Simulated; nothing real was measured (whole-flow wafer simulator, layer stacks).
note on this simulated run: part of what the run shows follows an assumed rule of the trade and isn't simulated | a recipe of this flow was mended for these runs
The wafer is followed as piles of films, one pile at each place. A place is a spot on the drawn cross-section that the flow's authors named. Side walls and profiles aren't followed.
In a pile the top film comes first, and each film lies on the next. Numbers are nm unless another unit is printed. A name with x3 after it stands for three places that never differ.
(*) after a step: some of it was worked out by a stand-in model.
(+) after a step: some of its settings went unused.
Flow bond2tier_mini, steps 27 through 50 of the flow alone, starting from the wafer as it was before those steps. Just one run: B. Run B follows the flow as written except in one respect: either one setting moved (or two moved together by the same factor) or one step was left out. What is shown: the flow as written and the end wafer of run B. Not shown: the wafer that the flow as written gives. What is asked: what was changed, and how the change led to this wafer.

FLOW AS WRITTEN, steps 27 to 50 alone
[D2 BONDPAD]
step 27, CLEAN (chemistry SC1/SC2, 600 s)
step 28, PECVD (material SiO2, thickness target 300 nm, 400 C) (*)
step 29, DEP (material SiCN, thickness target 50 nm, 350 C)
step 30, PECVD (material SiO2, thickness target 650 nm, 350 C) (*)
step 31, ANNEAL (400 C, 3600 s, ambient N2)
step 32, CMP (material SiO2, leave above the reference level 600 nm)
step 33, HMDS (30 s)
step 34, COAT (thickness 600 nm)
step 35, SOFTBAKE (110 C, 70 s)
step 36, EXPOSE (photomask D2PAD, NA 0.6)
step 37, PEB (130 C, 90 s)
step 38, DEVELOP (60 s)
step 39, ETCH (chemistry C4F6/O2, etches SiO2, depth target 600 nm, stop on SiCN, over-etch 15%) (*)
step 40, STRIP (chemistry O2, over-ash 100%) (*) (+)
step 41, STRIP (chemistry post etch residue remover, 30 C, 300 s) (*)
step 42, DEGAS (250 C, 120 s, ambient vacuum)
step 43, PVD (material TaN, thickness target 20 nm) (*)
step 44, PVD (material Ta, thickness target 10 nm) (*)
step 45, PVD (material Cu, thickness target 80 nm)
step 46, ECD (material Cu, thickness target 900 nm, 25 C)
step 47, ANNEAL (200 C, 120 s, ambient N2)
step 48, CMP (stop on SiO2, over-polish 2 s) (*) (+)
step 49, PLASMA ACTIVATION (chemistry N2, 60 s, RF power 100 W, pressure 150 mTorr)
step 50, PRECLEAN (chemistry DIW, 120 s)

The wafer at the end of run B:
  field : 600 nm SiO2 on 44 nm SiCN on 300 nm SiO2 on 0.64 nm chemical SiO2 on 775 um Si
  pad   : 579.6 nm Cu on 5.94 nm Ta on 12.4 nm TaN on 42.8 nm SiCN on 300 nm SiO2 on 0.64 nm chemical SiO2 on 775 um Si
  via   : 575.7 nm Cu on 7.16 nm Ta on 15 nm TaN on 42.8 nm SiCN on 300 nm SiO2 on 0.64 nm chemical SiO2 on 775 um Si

What caused this: step 29, DEP: thickness target 44 nm was run, while the flow as written has thickness target 50 nm; step 39, ETCH: depth target 528 nm was run, where the flow has depth target 600 nm.
The wafer itself shows it: field has SiCN 44, and step 29 as written asks for 50 nm.

Step by step, how the change led to this:
  step 29, DEP (material SiCN, thickness target 50 nm, 350 C)
      field, pad, via: SiCN gains 44 (new film) (as written it would have been: SiCN gains 50 (new film))
  step 39, ETCH (chemistry C4F6/O2, etches SiO2, depth target 600 nm, stop on SiCN, over-etch 15%) (*)
      pad, via: SiO2 loses 600 (all of it), SiCN loses 1.21 (as written it would have been: SiO2 loses 600 (all of it), SiCN loses 15.2)
      field: thick-KrF-resist loses 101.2 (as written it would have been: thick-KrF-resist loses 115)
  step 40, STRIP (chemistry O2, over-ash 100%) (*) (+)
      field: thick-KrF-resist loses 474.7 (all of it) (as written it would have been: thick-KrF-resist loses 460.9 (all of it))
